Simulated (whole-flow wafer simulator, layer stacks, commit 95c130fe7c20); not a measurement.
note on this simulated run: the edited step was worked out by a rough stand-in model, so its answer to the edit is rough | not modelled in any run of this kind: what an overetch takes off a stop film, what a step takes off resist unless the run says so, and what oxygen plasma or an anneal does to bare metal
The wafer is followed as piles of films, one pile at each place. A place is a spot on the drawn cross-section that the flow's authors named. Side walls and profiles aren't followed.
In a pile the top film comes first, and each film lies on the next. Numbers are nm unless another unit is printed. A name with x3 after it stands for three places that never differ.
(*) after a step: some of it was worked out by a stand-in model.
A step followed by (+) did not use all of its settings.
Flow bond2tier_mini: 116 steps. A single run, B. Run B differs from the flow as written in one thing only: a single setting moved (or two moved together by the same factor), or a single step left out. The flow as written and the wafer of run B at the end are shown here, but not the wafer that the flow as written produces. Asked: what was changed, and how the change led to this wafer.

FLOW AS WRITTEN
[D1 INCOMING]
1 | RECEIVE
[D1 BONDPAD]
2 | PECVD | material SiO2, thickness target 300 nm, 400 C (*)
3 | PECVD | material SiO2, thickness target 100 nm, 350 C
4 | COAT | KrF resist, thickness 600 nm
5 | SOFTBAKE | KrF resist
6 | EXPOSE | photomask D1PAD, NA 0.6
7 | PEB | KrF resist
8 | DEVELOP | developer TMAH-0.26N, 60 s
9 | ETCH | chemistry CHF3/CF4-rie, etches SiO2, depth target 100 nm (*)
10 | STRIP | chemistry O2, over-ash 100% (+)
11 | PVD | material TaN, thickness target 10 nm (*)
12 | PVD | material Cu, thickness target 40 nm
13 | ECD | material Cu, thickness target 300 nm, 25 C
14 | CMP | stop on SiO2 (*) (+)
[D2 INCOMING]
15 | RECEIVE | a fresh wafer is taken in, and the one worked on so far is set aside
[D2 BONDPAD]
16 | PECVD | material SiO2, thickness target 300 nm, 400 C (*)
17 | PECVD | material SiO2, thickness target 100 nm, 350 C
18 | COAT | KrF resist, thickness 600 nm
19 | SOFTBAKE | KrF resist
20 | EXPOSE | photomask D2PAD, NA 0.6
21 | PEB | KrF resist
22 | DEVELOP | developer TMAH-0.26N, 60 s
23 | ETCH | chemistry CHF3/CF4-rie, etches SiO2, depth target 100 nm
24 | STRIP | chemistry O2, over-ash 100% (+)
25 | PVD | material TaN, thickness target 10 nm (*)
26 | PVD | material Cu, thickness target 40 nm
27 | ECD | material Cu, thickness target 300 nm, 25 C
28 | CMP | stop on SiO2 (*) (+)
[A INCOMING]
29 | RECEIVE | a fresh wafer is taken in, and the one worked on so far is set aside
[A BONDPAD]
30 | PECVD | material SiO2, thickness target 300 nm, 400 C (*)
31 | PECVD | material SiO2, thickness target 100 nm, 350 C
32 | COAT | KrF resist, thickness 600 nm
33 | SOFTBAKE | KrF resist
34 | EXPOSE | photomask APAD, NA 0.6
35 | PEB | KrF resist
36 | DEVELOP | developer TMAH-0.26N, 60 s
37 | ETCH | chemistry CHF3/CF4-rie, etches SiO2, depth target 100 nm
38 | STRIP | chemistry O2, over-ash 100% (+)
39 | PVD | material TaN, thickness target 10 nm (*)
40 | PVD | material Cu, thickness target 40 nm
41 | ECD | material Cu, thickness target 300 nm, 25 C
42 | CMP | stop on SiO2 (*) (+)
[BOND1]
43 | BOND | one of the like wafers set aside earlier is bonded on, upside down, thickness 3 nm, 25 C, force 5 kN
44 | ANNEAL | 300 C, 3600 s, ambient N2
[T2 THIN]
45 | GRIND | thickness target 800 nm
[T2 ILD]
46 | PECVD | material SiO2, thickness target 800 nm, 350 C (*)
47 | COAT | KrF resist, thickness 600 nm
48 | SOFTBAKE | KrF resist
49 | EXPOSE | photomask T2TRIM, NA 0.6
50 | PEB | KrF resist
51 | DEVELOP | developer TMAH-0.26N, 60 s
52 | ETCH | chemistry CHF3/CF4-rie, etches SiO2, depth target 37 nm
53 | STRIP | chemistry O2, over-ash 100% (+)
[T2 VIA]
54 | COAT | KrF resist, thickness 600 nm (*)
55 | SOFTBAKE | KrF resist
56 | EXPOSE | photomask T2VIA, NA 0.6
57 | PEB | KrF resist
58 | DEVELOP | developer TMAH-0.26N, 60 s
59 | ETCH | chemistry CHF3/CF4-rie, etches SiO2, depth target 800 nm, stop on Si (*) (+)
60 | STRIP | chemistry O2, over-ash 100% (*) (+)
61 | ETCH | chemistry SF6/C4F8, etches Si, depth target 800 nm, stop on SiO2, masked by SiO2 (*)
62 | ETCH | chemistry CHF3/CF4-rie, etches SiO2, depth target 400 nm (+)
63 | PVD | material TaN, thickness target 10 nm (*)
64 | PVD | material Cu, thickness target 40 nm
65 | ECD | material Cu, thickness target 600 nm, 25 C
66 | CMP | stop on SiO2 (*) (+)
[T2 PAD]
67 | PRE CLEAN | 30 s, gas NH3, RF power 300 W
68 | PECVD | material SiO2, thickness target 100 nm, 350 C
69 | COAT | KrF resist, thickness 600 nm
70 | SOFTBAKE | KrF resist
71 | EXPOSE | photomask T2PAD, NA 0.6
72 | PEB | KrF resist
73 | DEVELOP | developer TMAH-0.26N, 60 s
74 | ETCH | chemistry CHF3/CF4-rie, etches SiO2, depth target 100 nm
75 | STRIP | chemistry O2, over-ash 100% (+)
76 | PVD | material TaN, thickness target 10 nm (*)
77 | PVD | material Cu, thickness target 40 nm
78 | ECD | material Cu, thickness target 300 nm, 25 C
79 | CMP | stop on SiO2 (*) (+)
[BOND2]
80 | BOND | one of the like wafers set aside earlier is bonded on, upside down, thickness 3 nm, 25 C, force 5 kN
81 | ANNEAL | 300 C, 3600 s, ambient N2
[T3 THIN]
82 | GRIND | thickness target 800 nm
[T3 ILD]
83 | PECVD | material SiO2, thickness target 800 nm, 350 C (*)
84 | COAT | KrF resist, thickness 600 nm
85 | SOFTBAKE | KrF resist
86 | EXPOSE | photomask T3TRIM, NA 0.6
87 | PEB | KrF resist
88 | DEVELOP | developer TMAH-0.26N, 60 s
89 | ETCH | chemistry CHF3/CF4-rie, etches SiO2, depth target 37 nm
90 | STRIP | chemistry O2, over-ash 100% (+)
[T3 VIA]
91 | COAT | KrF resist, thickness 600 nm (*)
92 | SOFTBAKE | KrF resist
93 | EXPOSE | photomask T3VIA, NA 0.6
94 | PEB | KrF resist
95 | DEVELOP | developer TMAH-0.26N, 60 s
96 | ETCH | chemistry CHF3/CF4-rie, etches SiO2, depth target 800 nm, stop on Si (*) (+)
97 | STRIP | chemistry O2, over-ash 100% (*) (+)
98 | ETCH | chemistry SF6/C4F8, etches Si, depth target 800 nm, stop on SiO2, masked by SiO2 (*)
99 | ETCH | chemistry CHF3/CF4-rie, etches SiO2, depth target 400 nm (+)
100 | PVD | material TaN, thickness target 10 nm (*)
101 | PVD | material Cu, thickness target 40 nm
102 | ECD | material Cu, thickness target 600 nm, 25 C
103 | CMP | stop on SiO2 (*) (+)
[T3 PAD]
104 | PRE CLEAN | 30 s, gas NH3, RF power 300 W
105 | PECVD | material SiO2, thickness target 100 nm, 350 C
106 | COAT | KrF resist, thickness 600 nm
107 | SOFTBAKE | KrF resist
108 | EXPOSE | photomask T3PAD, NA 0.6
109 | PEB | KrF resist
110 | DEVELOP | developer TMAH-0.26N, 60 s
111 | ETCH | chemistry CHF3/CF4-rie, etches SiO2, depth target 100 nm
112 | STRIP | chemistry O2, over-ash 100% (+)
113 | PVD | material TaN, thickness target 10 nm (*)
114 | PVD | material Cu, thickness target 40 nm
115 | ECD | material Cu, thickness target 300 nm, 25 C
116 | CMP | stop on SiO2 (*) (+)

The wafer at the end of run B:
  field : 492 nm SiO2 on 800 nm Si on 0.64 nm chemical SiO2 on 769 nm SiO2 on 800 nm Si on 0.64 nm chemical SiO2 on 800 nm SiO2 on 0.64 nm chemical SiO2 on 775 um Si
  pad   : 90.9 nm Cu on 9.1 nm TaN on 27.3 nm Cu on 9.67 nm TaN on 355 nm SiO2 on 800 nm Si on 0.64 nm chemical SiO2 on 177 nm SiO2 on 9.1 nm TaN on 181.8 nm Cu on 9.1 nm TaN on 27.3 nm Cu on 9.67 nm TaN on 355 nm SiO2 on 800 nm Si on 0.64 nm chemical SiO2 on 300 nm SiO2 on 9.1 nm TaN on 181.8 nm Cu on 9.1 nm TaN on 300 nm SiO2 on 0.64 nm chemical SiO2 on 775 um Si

Cause: step 16, PECVD: thickness target 177 nm was run, though the flow has thickness target 300 nm.
One can read it off the wafer: pad has SiO2 177, and step 16 as written asks for 300 nm.

How this came from the change, step by step:
  16 | PECVD | material SiO2, thickness target 300 nm, 400 C (*)
      field, pad, via: +177 SiO2 (new film) (as written it would have been: +300 SiO2 (new film))
  80 | BOND | one of the like wafers set aside earlier is bonded on, upside down, thickness 3 nm, 25 C, force 5 kN
      field: +775 um Si (new film), +0.64 chemical SiO2 (new film), +277 SiO2 (as written it would have been: +775 um Si (new film), +0.64 chemical SiO2 (new film), +400 SiO2)
      pad: +775 um Si (new film), +0.64 chemical SiO2 (new film), +177 SiO2 (new film), +9.1 TaN (new film), +90.9 Cu (as written it would have been: +775 um Si (new film), +0.64 chemical SiO2 (new film), +300 SiO2 (new film), +9.1 TaN (new film), +90.9 Cu)
